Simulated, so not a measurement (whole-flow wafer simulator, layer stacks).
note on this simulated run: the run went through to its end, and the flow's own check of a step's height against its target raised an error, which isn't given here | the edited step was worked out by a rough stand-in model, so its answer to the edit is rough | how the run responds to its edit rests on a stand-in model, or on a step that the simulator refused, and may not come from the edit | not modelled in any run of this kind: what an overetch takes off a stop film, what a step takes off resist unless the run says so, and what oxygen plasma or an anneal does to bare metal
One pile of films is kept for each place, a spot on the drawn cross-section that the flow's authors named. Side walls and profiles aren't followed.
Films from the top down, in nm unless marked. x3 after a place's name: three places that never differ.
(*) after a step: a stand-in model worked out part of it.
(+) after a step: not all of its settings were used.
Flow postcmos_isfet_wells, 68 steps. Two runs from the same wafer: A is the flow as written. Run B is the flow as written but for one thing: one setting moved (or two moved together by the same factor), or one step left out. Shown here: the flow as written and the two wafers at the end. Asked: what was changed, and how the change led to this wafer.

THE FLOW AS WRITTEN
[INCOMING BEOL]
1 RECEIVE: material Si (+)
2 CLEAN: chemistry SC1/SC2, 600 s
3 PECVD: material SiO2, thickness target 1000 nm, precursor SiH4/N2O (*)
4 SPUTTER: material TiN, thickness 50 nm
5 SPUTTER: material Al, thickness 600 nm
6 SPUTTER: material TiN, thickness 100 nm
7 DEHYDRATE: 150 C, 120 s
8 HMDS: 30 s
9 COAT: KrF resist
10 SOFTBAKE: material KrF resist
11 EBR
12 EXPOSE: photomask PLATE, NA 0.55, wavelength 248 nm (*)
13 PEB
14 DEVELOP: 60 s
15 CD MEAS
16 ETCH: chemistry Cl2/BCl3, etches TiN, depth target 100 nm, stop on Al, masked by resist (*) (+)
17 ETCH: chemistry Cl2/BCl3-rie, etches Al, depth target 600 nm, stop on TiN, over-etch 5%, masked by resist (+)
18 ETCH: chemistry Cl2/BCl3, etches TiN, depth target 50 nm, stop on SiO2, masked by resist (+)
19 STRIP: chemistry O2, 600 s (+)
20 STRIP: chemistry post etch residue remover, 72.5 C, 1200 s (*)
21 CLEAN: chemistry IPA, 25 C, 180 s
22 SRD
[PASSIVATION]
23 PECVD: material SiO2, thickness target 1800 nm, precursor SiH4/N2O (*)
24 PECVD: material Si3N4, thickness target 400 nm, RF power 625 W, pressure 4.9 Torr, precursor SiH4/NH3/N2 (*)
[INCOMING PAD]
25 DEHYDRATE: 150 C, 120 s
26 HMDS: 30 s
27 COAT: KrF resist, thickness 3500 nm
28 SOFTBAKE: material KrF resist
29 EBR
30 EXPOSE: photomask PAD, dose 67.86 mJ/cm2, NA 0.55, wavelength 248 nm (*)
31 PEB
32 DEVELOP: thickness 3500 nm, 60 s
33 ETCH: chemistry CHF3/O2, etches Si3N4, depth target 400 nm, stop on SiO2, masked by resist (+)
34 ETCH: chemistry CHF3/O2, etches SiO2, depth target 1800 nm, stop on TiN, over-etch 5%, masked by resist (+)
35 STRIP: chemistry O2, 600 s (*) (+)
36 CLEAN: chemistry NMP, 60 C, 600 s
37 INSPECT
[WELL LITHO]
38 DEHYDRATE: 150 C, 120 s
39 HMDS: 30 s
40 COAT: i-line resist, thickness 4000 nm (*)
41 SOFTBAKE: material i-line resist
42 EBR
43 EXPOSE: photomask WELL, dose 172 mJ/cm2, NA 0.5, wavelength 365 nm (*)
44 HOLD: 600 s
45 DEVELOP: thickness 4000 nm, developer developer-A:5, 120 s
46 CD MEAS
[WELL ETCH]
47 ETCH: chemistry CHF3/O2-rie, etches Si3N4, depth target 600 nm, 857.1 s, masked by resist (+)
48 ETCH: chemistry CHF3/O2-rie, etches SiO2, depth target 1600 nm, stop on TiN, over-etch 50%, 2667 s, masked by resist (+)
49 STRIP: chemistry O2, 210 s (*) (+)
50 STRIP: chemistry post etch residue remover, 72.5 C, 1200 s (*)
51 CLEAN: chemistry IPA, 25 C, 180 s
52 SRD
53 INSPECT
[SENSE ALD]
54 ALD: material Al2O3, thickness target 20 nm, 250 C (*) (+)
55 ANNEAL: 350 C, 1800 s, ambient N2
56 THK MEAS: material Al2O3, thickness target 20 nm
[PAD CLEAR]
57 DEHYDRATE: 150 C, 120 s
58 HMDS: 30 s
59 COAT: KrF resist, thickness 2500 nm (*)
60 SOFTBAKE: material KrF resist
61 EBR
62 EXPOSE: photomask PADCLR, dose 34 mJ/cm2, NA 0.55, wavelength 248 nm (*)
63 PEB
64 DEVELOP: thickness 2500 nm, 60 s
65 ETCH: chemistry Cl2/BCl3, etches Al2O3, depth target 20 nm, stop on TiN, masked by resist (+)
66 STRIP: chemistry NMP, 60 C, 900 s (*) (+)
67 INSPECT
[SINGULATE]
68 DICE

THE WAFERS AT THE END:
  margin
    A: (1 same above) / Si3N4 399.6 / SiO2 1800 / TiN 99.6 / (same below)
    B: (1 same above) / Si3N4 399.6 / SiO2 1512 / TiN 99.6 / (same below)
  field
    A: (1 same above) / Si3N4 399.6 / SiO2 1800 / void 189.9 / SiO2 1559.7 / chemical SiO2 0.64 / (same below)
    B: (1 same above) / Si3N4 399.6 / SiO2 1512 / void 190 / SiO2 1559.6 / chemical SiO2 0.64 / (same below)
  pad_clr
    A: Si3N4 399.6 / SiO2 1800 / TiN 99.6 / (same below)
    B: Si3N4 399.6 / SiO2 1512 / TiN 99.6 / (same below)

The cause: step 23, PECVD: thickness target 1512 nm was run, where the flow has thickness target 1800 nm.
It can be read off the wafer: margin has SiO2 1512, and step 23 as written asks for 1800 nm.

How the change led to this, step by step:
  23 PECVD: material SiO2, thickness target 1800 nm, precursor SiH4/N2O (*)
      margin, well900, well1300 x3, pad_rim, pad_clr, pad_open: A SiO2 +1800 (new film) | B SiO2 +1512 (new film)
      field: A SiO2 +1800 (new film), void +189.9 (new film), SiO2 +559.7 | B SiO2 +1512 (new film), void +190 (new film), SiO2 +559.6
  34 ETCH: chemistry CHF3/O2, etches SiO2, depth target 1800 nm, stop on TiN, over-etch 5%, masked by resist (+)
      field, margin, well900, well1300 x3, pad_rim, pad_clr: A KrF resist -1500 | B KrF resist -1323
      pad_open: A SiO2 -1800 (all of it) | B SiO2 -1512 (all of it)
  35 STRIP: chemistry O2, 600 s (*) (+)
      field, margin, well900, well1300 x3, pad_rim, pad_clr: A KrF resist -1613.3 (all of it) | B KrF resist -1790.3 (all of it)
  40 COAT: i-line resist, thickness 4000 nm (*)
      pad_clr: A i-line resist +3256.8 (new film) | B i-line resist +3347.5 (new film)
      pad_open: A i-line resist +4804.7 (new film) | B i-line resist +4700.9 (new film)
  41 SOFTBAKE: material i-line resist
      pad_clr: A i-line resist -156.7 | B i-line resist -128.7
      pad_open: A i-line resist +115.3 | B i-line resist +102.5
  48 ETCH: chemistry CHF3/O2-rie, etches SiO2, depth target 1600 nm, stop on TiN, over-etch 50%, 2667 s, masked by resist (+)
      well900, well1300 x3: A SiO2 -1600 (all of it) | B SiO2 -1312 (all of it)
  49 STRIP: chemistry O2, 210 s (*) (+)
      pad_clr: A i-line resist -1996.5 (all of it) | B i-line resist -2115.2 (all of it)
      pad_open: A i-line resist -3816.3 (all of it) | B i-line resist -3699.7 (all of it)
  59 COAT: KrF resist, thickness 2500 nm (*)
      field: A KrF resist +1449 (new film) | B KrF resist +1586.6 (new film)
      margin: A KrF resist +1448.9 (new film) | B KrF resist +1586.5 (new film)
      (and at 3 more places)
  63 PEB
      field, margin: A KrF resist -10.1 | B KrF resist -11.1
      pad_clr: A KrF resist -11.8 | B KrF resist -12.5
  64 DEVELOP: thickness 2500 nm, 60 s
      pad_clr: A KrF resist -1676 (all of it) | B KrF resist -1772.6 (all of it)
      pad_open: A KrF resist -3045.1 (all of it) | B KrF resist -2973.1 (all of it)
  66 STRIP: chemistry NMP, 60 C, 900 s (*) (+)
      field, margin: A KrF resist -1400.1 (all of it) | B KrF resist -1536.7 (all of it)
      pad_rim: A KrF resist -1923.7 (all of it) | B KrF resist -1988.6 (all of it)
